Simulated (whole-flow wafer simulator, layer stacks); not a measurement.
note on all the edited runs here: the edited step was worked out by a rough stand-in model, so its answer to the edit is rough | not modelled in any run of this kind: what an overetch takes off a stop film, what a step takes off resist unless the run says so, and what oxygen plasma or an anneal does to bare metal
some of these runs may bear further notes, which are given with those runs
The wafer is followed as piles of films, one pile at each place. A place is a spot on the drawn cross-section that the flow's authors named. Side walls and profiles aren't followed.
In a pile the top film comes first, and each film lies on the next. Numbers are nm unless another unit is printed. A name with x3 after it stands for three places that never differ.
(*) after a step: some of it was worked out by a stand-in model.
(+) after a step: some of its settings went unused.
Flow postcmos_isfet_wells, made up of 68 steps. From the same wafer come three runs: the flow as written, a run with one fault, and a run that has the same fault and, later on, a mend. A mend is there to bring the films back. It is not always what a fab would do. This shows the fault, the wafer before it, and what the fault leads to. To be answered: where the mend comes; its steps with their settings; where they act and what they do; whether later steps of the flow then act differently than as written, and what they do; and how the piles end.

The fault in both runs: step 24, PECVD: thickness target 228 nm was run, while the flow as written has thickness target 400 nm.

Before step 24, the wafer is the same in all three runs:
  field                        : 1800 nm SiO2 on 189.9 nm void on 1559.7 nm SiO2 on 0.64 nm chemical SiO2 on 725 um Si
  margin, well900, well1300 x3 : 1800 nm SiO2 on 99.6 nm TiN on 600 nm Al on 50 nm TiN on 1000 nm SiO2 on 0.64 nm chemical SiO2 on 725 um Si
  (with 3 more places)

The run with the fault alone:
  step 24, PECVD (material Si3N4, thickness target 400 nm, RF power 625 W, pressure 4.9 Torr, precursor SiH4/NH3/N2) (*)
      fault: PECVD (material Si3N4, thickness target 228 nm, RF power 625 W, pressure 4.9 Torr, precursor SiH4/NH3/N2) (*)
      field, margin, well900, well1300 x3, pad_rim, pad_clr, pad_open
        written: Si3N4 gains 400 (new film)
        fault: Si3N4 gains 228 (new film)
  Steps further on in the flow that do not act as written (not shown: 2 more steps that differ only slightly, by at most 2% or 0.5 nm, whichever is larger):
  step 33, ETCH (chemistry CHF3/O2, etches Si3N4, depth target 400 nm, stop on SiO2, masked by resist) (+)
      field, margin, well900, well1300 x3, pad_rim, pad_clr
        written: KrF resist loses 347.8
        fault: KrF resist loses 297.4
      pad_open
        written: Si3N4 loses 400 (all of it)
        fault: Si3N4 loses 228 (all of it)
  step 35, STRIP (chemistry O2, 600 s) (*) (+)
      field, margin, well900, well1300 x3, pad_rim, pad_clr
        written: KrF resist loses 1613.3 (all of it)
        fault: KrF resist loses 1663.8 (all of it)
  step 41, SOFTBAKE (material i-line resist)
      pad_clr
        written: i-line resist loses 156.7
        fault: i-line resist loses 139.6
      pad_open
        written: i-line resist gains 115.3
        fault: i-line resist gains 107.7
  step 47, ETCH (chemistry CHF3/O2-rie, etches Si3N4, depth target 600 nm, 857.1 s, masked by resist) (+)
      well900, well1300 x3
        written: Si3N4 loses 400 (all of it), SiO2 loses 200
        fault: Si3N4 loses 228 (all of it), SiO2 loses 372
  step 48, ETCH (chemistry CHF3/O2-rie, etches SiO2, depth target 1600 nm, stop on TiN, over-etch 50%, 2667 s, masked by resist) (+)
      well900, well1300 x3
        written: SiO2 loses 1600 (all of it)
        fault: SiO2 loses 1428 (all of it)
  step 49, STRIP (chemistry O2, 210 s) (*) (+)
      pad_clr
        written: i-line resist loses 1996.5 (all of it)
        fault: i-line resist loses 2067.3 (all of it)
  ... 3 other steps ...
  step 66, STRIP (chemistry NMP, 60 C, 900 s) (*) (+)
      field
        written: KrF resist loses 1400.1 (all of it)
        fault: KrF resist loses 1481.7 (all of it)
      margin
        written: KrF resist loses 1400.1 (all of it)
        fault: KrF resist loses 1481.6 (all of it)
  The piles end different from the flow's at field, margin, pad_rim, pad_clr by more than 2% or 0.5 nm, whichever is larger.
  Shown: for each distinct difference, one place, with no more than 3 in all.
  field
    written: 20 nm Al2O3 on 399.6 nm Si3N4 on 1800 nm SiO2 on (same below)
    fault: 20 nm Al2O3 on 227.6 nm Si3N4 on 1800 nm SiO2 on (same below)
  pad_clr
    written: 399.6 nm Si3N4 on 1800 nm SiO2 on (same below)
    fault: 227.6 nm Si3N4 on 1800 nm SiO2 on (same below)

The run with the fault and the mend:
  After step 24 comes the mend.
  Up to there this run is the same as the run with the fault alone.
  step 24a, PECVD (material Si3N4, thickness target 172 nm, RF power 625 W, pressure 4.9 Torr, precursor SiH4/NH3/N2) (*) (the flow's step 24 again, with other settings)
      field, margin, well900, well1300 x3, pad_rim, pad_clr, pad_open
        Si3N4 gains 172
  None of the later steps of the flow acts differently than as written at any place that is followed.
  By the end, the piles equal the flow's at every place that both follow.
